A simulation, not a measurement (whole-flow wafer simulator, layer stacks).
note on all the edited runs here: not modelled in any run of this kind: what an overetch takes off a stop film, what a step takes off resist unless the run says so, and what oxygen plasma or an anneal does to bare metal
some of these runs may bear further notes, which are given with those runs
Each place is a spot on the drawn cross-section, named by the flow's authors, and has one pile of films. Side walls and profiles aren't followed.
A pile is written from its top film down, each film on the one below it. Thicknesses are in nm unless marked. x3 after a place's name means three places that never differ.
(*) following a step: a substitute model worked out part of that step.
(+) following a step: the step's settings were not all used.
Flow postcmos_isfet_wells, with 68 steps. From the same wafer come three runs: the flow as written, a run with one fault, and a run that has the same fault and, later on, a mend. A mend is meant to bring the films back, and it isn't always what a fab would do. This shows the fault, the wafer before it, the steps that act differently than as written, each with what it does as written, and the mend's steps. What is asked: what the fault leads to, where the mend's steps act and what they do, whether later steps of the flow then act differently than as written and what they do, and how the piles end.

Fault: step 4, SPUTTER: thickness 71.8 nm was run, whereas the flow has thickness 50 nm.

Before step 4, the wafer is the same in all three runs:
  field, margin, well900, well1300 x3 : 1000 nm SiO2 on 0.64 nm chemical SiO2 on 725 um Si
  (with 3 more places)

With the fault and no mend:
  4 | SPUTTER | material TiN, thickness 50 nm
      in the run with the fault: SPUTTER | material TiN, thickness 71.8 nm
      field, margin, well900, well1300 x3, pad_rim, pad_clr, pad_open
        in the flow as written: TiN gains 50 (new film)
        in the run with the fault: TiN gains 71.8 (new film)
  Later steps of the flow acting differently than as written (1 more step, not shown, differs only slightly: by at most 2% or 0.5 nm, whichever is larger):
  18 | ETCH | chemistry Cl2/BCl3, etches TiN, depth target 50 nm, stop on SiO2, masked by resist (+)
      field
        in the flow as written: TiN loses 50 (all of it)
        in the run with the fault: TiN loses 50
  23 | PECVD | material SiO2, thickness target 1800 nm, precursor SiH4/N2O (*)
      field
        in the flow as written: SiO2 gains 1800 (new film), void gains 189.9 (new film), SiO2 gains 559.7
        in the run with the fault: SiO2 gains 1800 (new film), void gains 190.2 (new film), SiO2 gains 559.8 (new film)
  The piles end different from the flow's at field, margin, well900, well1300 x3, pad_rim, pad_clr, pad_open by more than 2% or 0.5 nm, whichever is larger.
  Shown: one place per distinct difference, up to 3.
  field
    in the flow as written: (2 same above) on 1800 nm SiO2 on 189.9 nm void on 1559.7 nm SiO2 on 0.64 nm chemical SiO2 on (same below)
    in the run with the fault: (2 same above) on 1800 nm SiO2 on 190.2 nm void on 559.8 nm SiO2 on 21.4 nm TiN on 1000 nm SiO2 on 0.64 nm chemical SiO2 on (same below)
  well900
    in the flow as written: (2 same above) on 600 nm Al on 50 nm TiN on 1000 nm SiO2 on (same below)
    in the run with the fault: (2 same above) on 600 nm Al on 71.8 nm TiN on 1000 nm SiO2 on (same below)
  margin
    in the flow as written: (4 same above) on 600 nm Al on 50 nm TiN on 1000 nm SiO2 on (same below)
    in the run with the fault: (4 same above) on 600 nm Al on 71.8 nm TiN on 1000 nm SiO2 on (same below)

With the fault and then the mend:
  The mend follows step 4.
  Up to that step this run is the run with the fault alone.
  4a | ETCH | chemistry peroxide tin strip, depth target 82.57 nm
      field, margin, well900, well1300 x3, pad_rim, pad_clr, pad_open
        TiN loses 71.8 (all of it)
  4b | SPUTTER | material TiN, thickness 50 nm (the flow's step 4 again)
      field, margin, well900, well1300 x3, pad_rim, pad_clr, pad_open
        TiN gains 50 (new film)
  Later steps of the flow that are run all act as written at every place that is followed.
  By the end, the piles equal the flow's at every place that both follow.
